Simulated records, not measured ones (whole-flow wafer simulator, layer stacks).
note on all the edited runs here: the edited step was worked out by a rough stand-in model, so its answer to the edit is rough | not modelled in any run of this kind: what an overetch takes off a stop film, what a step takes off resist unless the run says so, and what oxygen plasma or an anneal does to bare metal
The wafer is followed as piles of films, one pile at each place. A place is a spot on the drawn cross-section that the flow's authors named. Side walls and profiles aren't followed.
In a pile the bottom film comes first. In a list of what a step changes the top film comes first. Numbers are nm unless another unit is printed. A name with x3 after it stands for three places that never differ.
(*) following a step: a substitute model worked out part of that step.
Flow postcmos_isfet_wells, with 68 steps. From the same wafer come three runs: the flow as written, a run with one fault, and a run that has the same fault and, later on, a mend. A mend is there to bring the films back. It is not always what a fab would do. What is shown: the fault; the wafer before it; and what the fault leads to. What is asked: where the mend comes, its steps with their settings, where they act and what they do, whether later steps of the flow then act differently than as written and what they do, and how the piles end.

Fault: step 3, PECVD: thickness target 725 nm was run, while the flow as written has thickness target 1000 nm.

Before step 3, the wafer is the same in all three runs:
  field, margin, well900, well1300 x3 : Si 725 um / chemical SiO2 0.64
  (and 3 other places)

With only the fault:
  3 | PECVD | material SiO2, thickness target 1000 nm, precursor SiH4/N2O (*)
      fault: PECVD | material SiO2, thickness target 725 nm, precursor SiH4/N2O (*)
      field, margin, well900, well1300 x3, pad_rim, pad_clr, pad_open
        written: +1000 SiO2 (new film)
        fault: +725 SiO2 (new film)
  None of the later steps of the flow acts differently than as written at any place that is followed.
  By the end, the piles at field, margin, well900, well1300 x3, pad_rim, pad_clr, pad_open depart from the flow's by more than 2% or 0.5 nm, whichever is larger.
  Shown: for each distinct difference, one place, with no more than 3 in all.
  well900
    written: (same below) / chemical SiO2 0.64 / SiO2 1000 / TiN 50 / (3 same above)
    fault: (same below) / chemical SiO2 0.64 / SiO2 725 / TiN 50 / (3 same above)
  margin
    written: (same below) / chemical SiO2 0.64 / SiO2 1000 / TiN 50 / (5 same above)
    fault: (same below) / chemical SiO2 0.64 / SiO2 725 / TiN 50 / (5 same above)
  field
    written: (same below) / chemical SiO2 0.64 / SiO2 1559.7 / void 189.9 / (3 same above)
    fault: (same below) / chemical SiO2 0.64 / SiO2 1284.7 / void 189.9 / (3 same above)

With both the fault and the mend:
  The mend follows step 3.
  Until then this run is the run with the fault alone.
  3a | PECVD | material SiO2, thickness target 275 nm, precursor SiH4/N2O (*) (the flow's step 3 again, with other settings)
      field, margin, well900, well1300 x3, pad_rim, pad_clr, pad_open
        +275 SiO2
  None of the later steps of the flow acts differently than as written at any place that is followed.
  At every place that both follow, the piles at the end match the flow's.
